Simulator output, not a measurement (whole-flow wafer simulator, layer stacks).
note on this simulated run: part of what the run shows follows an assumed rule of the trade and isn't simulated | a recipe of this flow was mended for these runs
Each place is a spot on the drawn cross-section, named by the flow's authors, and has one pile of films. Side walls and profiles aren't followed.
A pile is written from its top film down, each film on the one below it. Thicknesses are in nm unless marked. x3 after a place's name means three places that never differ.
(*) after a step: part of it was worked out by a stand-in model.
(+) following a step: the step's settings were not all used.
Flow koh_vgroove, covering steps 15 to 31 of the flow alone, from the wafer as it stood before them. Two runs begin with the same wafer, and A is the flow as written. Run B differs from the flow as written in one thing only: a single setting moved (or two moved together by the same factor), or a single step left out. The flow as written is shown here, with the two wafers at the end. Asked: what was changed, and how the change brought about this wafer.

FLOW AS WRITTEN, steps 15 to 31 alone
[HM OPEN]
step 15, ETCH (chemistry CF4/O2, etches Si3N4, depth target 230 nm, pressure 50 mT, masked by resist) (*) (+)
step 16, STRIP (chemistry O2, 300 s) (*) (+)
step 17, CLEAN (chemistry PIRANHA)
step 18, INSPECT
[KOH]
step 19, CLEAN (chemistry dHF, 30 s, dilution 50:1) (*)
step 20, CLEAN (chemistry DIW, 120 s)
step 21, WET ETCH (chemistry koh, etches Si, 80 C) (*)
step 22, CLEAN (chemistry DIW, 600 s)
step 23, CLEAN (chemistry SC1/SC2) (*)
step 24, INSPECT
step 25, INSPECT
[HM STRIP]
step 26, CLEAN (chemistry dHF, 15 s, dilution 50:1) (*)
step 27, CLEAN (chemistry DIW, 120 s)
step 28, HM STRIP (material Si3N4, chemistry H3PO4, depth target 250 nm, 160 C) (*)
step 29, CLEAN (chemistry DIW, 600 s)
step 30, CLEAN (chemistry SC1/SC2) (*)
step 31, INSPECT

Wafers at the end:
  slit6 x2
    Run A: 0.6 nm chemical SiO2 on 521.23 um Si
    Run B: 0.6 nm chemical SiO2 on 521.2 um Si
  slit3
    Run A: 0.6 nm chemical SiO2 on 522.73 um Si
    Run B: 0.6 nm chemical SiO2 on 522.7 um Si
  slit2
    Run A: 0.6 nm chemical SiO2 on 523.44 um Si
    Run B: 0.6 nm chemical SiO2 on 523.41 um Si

The reason: step 15, ETCH: depth target 263 nm was run, though the flow has depth target 230 nm.

The path from the change to this, step by step:
  step 15, ETCH (chemistry CF4/O2, etches Si3N4, depth target 230 nm, pressure 50 mT, masked by resist) (*) (+)
      slit3, slit2, slit6 x2: A -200 Si3N4 (all of it), -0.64 chemical SiO2 (all of it), -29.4 Si | B -200 Si3N4 (all of it), -0.64 chemical SiO2 (all of it), -62.4 Si
      field: A -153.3 i-line-resist | B -175.3 i-line-resist
  step 16, STRIP (chemistry O2, 300 s) (*) (+)
      field: A -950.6 i-line-resist (all of it) | B -928.6 i-line-resist (all of it)
